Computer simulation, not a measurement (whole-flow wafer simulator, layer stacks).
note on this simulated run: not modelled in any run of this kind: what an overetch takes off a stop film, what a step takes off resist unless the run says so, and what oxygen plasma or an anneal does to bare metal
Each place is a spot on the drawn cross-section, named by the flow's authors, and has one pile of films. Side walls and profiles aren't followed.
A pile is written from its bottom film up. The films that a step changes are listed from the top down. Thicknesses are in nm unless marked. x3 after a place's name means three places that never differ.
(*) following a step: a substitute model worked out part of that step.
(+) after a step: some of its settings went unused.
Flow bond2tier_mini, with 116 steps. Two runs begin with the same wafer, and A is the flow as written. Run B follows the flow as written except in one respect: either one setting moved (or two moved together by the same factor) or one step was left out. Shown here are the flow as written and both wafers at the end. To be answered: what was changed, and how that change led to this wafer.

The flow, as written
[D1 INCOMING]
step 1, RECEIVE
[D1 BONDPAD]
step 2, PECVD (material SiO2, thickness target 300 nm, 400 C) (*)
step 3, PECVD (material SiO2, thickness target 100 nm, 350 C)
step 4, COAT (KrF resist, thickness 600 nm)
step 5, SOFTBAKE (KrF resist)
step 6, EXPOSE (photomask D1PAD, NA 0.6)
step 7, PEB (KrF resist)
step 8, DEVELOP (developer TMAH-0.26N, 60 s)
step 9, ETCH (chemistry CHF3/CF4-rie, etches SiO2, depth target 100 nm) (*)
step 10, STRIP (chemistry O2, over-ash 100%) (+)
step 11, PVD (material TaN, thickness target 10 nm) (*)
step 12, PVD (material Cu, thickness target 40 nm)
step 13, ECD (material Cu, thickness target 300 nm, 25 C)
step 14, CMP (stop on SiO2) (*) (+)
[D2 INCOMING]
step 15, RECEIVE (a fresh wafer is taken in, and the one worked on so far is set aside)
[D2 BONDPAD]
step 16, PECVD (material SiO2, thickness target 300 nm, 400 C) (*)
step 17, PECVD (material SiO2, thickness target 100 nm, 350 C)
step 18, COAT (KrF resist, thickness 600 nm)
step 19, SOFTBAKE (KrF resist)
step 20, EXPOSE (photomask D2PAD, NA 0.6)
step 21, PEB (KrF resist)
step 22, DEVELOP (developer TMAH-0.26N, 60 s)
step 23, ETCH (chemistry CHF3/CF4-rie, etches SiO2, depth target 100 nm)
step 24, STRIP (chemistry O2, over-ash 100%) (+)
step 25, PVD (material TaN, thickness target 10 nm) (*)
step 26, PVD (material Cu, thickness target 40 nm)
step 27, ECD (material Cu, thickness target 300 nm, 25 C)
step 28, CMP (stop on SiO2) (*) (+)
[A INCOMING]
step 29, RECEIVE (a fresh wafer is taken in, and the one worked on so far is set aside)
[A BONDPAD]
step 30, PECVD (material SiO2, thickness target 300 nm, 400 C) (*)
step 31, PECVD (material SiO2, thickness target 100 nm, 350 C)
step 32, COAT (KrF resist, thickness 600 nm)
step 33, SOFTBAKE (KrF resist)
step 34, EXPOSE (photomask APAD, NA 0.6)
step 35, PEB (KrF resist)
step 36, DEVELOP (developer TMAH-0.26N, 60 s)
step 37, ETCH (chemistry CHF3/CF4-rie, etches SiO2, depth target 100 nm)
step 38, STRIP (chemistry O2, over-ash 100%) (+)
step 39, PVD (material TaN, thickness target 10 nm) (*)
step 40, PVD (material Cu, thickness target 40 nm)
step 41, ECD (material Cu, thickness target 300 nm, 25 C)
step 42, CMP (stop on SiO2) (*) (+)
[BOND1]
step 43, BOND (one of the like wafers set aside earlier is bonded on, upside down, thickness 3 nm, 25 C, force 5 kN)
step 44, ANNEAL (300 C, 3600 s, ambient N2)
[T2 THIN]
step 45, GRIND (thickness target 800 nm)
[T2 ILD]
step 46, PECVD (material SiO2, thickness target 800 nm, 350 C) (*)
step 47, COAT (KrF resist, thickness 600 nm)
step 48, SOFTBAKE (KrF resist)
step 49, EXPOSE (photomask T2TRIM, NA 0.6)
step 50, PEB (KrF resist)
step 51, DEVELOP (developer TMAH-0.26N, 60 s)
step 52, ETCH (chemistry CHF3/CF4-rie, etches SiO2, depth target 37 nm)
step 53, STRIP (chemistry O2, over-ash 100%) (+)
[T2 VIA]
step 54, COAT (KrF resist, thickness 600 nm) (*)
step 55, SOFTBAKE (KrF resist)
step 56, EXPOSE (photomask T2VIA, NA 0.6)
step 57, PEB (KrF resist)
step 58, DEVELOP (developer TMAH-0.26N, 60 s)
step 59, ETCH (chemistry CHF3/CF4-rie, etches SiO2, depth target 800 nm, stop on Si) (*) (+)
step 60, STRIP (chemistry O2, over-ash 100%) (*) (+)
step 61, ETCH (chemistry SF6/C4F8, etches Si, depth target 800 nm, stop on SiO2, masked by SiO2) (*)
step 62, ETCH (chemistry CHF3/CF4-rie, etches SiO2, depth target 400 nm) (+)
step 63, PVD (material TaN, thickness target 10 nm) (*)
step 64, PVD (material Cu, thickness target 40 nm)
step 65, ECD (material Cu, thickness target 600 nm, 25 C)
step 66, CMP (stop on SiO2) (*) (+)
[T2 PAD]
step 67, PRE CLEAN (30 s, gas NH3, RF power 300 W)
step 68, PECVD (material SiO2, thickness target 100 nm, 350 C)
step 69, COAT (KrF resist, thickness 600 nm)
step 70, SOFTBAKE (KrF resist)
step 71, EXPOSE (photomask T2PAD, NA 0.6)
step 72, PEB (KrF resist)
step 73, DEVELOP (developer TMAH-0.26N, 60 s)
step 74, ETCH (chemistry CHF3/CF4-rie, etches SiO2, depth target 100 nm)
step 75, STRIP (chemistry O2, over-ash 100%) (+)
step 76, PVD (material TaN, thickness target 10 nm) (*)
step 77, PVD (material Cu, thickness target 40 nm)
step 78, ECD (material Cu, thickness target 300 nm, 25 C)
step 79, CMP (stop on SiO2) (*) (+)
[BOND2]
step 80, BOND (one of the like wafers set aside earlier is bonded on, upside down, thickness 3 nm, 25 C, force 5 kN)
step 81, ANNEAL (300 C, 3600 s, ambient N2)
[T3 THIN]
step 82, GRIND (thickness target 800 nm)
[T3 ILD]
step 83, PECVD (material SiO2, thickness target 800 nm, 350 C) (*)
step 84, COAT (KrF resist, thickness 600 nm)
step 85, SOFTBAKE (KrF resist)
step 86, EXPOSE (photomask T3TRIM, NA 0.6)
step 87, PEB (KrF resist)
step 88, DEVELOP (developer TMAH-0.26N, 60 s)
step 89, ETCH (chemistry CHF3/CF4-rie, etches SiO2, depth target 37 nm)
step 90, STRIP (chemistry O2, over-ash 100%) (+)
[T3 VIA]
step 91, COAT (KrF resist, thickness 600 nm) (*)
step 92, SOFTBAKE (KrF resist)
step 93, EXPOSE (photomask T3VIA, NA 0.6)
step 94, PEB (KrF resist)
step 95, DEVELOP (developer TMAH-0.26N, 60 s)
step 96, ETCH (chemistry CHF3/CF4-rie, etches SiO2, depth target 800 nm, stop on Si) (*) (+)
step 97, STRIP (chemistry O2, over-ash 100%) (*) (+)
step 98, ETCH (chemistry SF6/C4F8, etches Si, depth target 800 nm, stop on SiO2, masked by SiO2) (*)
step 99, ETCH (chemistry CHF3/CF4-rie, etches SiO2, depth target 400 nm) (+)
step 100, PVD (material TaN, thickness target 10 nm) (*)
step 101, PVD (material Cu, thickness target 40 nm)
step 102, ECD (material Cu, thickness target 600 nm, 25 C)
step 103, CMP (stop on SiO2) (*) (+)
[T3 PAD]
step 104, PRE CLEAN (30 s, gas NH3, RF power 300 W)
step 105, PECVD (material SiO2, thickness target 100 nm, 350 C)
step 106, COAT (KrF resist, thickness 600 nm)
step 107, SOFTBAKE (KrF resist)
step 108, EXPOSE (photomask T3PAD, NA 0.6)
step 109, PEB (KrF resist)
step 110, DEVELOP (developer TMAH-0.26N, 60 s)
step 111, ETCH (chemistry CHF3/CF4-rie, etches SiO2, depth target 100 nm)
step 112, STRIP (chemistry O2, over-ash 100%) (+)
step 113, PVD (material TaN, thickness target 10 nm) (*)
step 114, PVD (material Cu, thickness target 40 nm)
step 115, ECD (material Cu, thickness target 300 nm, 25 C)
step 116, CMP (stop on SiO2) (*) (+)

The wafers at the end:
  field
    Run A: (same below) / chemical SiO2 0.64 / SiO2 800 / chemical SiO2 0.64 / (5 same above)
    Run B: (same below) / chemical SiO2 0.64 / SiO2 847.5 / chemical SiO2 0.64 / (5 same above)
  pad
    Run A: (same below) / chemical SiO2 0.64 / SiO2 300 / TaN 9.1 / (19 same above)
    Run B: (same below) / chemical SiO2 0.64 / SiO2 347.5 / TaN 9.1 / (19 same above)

Cause: step 31, PECVD: thickness target 147.5 nm was run, though the flow has thickness target 100 nm.

How this came from the change, step by step:
  step 31, PECVD (material SiO2, thickness target 100 nm, 350 C)
      field, pad, via: A +100 SiO2 | B +147.5 SiO2
